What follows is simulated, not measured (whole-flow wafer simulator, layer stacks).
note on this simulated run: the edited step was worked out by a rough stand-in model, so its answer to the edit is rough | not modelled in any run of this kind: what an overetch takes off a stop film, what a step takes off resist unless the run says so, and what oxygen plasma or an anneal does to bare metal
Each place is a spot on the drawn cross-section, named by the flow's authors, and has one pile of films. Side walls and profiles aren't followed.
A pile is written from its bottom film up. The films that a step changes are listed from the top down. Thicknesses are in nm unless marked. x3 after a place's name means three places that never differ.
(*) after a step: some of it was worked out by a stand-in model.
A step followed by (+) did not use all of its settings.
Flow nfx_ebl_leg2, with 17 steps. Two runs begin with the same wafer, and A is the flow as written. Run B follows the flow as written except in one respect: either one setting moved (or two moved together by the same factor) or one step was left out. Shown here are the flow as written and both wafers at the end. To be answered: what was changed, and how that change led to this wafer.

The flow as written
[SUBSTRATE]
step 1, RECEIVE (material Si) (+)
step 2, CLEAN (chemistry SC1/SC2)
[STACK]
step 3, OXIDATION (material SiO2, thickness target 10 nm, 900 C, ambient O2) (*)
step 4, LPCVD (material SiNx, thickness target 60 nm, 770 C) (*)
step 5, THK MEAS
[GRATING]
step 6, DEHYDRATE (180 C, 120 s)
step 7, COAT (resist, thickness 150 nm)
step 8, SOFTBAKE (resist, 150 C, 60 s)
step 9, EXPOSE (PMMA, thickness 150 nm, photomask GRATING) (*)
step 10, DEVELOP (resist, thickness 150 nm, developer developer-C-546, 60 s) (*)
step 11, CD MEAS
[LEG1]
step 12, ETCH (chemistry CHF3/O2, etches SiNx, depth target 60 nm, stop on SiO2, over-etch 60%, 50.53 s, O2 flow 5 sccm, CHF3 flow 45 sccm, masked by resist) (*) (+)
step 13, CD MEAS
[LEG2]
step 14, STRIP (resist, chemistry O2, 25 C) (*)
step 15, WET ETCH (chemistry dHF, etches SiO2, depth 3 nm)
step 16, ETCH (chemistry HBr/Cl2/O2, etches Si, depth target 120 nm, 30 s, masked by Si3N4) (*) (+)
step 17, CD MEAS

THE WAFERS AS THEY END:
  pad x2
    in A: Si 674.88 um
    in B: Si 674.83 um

Cause: step 16, ETCH: depth target 165 nm was run, while the flow as written has depth target 120 nm.

How this came from the change, step by step:
  step 16, ETCH (chemistry HBr/Cl2/O2, etches Si, depth target 120 nm, 30 s, masked by Si3N4) (*) (+)
      pad x2: A -120 Si | B -165 Si
